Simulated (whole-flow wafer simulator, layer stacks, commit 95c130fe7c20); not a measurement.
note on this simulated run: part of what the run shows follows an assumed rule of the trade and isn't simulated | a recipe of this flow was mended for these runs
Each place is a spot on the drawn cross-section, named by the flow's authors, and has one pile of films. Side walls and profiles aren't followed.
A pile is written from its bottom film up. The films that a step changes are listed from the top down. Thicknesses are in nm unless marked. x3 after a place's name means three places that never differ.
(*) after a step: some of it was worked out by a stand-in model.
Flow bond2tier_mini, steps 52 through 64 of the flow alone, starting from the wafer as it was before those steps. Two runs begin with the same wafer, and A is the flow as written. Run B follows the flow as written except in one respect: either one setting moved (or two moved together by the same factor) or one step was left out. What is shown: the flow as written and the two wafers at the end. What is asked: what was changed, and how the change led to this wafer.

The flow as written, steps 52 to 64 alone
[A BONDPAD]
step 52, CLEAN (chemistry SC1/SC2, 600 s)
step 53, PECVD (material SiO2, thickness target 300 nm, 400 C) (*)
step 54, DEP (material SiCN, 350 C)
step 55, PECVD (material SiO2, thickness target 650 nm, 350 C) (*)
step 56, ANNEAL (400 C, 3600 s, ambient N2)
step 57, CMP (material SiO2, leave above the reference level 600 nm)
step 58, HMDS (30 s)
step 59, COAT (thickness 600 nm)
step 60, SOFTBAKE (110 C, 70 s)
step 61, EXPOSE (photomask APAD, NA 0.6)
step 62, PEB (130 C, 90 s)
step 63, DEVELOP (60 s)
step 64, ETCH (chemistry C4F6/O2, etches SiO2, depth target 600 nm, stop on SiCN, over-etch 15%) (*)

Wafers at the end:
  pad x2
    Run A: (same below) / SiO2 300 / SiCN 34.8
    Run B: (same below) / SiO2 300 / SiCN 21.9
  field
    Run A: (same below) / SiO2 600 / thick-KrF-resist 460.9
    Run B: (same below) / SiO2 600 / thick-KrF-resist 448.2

Cause: step 64, ETCH: depth target 666.4 nm was run, while the flow as written has depth target 600 nm.

How this came from the change, step by step:
  step 64, ETCH (chemistry C4F6/O2, etches SiO2, depth target 600 nm, stop on SiCN, over-etch 15%) (*)
      pad x2: A -600 SiO2 (all of it), -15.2 SiCN | B -600 SiO2 (all of it), -28.1 SiCN
      field: A -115 thick-KrF-resist | B -127.7 thick-KrF-resist
